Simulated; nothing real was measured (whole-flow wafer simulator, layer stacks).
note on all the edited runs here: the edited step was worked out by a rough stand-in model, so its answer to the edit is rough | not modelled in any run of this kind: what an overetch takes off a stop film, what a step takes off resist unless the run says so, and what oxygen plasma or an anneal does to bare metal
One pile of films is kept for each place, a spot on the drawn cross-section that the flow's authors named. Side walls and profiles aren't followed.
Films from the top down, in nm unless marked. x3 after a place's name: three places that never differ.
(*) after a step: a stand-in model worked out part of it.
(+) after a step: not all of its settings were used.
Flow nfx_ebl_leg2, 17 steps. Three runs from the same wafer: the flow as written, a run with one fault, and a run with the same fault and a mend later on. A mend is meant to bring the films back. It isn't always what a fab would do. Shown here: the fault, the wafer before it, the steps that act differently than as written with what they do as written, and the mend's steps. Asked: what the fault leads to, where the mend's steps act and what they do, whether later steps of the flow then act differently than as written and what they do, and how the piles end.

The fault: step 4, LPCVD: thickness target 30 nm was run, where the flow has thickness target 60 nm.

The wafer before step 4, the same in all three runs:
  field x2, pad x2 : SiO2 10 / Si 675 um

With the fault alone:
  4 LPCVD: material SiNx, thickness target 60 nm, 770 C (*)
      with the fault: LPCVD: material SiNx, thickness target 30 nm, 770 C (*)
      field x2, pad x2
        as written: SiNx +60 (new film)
        with the fault: SiNx +30 (new film)
  Later steps of the flow that act differently than as written:
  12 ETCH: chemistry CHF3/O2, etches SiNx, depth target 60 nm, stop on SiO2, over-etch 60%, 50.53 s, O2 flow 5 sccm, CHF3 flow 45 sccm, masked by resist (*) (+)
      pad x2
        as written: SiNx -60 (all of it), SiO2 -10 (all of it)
        with the fault: SiNx -30 (all of it), SiO2 -10 (all of it)
  At the end the piles differ from the flow's by more than 2% or 0.5 nm, whichever is larger, at field x2.
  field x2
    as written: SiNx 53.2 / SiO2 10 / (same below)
    with the fault: SiNx 23.2 / SiO2 10 / (same below)

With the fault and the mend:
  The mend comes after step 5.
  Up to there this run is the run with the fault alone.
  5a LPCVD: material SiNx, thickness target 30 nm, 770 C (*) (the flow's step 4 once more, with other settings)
      field x2, pad x2
        SiNx +30
  No later step of the flow acts differently than as written at any place that is followed.
  At the end the piles are the same as the flow's at every place that both follow.
